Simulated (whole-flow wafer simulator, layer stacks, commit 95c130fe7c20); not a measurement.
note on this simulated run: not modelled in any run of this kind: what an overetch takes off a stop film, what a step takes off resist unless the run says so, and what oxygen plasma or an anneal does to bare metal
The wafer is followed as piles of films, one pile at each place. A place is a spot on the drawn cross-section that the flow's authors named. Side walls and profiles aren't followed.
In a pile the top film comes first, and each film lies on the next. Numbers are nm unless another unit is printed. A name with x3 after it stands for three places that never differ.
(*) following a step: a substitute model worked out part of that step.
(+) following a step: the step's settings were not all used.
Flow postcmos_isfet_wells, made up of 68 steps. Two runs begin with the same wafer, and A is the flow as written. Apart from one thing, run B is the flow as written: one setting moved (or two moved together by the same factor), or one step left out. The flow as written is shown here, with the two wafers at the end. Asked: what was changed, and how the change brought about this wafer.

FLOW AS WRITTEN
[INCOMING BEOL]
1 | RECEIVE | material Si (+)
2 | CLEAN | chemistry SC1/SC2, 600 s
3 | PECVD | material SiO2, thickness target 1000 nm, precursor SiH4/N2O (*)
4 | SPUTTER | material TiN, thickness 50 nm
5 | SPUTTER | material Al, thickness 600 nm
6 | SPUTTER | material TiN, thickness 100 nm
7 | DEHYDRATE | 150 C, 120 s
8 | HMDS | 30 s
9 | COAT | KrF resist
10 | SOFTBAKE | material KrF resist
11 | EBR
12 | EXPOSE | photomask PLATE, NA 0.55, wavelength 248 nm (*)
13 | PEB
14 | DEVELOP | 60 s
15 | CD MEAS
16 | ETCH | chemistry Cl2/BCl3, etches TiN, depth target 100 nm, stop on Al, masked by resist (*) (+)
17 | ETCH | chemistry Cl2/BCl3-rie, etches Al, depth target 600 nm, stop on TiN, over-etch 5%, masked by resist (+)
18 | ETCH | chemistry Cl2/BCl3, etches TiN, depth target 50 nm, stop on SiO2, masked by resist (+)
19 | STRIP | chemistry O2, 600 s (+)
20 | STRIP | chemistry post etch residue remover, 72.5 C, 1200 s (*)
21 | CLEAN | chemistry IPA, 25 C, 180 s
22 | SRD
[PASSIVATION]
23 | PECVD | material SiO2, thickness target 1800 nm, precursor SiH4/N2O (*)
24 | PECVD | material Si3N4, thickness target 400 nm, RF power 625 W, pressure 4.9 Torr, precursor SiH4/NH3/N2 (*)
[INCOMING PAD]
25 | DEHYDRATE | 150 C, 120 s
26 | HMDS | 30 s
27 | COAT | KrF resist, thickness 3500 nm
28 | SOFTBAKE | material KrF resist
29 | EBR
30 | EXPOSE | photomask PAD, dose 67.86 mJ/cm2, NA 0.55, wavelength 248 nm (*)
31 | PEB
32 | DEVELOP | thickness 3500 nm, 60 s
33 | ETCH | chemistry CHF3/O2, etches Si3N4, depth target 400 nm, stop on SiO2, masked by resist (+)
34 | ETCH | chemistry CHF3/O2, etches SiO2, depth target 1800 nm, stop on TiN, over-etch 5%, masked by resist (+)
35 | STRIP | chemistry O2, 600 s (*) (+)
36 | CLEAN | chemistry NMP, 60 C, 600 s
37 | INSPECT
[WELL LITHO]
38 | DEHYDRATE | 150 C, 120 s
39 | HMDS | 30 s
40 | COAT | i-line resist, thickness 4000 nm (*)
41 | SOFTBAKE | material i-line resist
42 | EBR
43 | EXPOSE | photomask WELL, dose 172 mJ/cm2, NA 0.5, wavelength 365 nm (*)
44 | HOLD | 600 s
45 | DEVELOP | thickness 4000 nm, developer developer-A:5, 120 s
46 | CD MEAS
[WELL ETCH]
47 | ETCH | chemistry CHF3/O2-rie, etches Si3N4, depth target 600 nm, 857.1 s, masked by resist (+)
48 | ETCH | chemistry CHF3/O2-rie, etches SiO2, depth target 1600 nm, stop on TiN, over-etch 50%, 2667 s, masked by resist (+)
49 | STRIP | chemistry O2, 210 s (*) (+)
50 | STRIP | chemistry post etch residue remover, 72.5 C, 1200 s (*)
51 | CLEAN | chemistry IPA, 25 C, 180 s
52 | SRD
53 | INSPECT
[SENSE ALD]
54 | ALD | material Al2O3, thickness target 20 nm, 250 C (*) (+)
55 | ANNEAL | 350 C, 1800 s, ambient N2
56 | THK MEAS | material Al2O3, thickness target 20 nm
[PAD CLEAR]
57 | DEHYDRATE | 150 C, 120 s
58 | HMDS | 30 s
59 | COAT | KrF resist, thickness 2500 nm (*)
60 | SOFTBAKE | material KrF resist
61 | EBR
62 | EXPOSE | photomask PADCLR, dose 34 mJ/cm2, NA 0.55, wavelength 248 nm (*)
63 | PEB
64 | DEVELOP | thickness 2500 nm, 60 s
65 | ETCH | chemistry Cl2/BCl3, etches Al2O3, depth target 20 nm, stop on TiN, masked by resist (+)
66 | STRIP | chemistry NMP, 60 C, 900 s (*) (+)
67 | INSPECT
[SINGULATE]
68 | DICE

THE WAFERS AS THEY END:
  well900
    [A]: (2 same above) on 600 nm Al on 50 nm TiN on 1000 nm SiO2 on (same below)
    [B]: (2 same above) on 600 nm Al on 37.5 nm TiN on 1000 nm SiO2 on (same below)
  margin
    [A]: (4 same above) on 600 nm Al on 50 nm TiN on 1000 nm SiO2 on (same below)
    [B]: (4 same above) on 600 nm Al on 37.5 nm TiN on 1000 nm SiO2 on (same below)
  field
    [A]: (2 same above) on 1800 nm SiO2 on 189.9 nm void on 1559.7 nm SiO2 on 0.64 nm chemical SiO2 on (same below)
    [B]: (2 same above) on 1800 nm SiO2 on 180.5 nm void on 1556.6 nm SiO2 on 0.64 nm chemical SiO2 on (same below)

What caused this: step 4, SPUTTER: thickness 37.5 nm was run, though the flow has thickness 50 nm.
The wafer lets one read it off: well900 has TiN 37.5, and step 4 as written asks for 50 nm.

Step by step, how the change led to this:
  4 | SPUTTER | material TiN, thickness 50 nm
      field, margin, well900, well1300 x3, pad_rim, pad_clr, pad_open: A TiN gains 50 (new film) | B TiN gains 37.5 (new film)
  18 | ETCH | chemistry Cl2/BCl3, etches TiN, depth target 50 nm, stop on SiO2, masked by resist (+)
      field: A TiN loses 50 (all of it) | B TiN loses 37.5 (all of it)
  23 | PECVD | material SiO2, thickness target 1800 nm, precursor SiH4/N2O (*)
      field: A SiO2 gains 1800 (new film), void gains 189.9 (new film), SiO2 gains 559.7 | B SiO2 gains 1800 (new film), void gains 180.5 (new film), SiO2 gains 556.6
